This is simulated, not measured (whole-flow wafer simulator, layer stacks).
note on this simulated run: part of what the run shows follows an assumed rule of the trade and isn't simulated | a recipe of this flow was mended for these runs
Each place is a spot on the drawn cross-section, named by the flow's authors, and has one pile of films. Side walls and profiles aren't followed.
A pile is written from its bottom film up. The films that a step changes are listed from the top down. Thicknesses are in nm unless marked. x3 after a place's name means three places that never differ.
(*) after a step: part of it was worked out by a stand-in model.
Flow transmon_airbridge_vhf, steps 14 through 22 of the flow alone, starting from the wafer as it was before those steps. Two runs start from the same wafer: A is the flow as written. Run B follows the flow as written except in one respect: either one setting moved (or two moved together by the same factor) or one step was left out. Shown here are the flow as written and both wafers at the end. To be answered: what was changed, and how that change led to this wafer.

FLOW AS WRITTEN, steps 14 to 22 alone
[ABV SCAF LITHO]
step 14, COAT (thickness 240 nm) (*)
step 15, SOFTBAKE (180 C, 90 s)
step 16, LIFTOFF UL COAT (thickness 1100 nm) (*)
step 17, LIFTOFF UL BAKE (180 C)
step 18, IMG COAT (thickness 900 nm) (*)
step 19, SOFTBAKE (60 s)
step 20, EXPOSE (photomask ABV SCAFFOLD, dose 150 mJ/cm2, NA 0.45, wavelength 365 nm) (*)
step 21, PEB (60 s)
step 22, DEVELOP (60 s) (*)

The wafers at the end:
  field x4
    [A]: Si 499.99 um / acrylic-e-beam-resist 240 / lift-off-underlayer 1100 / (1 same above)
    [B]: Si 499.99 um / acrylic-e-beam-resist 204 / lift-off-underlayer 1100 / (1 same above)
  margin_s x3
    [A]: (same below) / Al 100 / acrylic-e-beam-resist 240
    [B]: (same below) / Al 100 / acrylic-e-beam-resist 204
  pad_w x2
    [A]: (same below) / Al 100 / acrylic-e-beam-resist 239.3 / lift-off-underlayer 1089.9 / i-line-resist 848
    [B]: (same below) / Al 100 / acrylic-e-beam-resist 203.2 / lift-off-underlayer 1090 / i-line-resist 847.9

The reason: step 14, COAT: thickness 204 nm was run, though the flow has thickness 240 nm.
One can read it off the wafer: field x4 has acrylic-e-beam-resist 204, and step 14 as written asks for 240 nm.

The path from the change to this, step by step:
  step 14, COAT (thickness 240 nm) (*)
      field x4, trace_open_s x2, margin_s x3: A +240 acrylic-e-beam-resist (new film) | B +204 acrylic-e-beam-resist (new film)
      pad_w x2: A +239.3 acrylic-e-beam-resist (new film) | B +203.2 acrylic-e-beam-resist (new film)
      (also at 6 further places)
